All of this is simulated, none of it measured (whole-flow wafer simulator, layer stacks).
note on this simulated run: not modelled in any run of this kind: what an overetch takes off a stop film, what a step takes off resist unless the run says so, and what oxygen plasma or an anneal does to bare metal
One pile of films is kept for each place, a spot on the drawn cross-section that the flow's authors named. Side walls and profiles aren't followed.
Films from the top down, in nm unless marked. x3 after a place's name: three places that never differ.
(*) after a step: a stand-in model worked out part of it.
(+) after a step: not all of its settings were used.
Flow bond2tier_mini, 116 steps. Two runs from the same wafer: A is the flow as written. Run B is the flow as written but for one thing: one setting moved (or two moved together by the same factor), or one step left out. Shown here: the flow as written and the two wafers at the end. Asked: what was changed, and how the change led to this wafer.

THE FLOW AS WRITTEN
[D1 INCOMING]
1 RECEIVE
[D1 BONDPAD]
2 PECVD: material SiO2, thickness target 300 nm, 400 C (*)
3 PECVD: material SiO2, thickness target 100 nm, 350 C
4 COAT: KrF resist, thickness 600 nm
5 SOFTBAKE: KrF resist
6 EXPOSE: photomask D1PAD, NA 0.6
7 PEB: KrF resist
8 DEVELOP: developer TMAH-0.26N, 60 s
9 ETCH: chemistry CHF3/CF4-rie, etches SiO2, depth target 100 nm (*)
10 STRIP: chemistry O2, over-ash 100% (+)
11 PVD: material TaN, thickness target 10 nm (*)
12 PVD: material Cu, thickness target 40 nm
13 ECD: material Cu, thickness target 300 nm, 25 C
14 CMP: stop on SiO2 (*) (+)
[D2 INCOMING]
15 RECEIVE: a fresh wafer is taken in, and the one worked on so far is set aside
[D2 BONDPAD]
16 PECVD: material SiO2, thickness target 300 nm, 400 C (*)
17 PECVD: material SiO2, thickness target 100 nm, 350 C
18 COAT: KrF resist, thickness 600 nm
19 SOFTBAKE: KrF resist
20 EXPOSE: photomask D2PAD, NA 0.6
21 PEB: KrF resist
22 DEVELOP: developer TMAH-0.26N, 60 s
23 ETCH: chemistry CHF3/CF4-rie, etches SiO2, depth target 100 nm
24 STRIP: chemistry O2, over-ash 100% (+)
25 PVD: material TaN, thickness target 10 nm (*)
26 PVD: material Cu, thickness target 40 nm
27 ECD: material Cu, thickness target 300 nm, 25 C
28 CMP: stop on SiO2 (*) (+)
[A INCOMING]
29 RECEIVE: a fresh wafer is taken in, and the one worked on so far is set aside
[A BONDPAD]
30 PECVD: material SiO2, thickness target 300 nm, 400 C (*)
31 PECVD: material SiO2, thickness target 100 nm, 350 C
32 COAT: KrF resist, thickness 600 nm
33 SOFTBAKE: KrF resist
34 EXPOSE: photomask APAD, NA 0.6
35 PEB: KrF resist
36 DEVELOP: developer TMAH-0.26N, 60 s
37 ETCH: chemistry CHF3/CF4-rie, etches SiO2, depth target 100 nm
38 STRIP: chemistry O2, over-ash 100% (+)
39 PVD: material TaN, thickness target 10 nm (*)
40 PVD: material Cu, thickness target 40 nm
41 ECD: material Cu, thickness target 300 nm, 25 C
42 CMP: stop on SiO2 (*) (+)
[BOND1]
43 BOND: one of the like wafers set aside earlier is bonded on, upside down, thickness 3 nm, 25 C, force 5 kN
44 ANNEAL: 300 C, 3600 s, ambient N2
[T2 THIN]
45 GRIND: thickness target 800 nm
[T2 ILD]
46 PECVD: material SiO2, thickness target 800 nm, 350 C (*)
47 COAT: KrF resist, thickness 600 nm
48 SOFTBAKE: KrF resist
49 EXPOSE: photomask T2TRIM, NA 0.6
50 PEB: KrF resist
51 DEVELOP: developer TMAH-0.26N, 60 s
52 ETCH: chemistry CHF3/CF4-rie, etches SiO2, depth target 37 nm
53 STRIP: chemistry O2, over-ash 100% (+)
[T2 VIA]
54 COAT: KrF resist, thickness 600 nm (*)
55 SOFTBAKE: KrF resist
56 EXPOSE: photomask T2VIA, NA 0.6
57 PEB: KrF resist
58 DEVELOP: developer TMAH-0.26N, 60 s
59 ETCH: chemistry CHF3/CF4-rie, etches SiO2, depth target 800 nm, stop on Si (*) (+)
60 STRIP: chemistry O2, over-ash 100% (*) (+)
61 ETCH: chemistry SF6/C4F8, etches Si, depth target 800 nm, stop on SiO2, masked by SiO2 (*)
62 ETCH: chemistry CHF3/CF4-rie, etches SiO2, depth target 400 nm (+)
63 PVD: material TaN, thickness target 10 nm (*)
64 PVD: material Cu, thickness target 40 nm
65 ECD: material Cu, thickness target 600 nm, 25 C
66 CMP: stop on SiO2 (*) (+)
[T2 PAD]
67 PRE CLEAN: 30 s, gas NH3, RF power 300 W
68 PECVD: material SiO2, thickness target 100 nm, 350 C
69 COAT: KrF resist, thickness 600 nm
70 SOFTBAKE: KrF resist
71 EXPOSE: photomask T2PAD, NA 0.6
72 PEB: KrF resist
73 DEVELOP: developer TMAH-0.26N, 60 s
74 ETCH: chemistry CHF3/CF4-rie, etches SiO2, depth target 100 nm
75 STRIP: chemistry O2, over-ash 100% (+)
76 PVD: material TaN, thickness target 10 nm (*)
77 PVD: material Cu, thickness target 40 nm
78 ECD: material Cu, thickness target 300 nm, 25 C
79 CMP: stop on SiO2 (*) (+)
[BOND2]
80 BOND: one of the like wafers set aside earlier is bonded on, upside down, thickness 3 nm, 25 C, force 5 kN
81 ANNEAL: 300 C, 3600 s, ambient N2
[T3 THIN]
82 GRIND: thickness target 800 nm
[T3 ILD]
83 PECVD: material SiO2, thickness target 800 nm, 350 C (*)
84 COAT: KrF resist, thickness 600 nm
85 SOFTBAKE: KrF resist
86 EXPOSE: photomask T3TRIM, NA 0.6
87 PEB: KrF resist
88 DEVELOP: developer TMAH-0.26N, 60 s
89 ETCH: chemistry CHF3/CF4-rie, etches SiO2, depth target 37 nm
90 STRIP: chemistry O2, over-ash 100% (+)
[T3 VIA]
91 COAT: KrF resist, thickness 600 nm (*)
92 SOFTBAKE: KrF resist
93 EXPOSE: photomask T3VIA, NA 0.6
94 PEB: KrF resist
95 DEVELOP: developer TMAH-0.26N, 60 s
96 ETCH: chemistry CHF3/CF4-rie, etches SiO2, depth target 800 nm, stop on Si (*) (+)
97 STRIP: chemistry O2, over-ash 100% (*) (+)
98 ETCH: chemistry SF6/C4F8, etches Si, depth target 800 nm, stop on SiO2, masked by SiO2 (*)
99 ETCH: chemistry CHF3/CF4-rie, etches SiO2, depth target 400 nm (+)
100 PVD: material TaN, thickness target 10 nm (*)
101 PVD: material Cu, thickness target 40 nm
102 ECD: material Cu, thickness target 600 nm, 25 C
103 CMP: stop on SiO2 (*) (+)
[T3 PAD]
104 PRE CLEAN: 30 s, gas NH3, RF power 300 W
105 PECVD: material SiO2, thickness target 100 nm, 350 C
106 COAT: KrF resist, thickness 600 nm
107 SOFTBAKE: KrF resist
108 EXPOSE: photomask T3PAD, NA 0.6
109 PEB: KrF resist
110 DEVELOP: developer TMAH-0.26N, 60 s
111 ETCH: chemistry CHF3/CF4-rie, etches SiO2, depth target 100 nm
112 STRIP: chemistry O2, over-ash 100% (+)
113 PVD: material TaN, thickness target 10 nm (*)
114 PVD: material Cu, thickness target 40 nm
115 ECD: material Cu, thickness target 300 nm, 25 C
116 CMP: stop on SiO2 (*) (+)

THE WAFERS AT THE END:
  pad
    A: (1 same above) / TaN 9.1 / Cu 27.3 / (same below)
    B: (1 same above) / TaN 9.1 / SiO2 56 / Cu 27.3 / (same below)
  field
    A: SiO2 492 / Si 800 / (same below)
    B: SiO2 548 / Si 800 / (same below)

The cause: step 105, PECVD: thickness target 156 nm was run, where the flow has thickness target 100 nm.

How the change led to this, step by step:
  105 PECVD: material SiO2, thickness target 100 nm, 350 C
      field: A SiO2 +100 | B SiO2 +156
      pad: A SiO2 +100 (new film) | B SiO2 +156 (new film)
  111 ETCH: chemistry CHF3/CF4-rie, etches SiO2, depth target 100 nm
      pad: A SiO2 -100 (all of it) | B SiO2 -100
Counting metal films that touch as one body, pad has 4 bodies (between them, from the top down: SiO2 56; SiO2 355 / Si 800 / chemical SiO2 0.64 / SiO2 300; SiO2 355 / Si 800 / chemical SiO2 0.64 / SiO2 300); the flow as written gives 3 bodies (between them, from the top down: SiO2 355 / Si 800 / chemical SiO2 0.64 / SiO2 300; SiO2 355 / Si 800 / chemical SiO2 0.64 / SiO2 300).
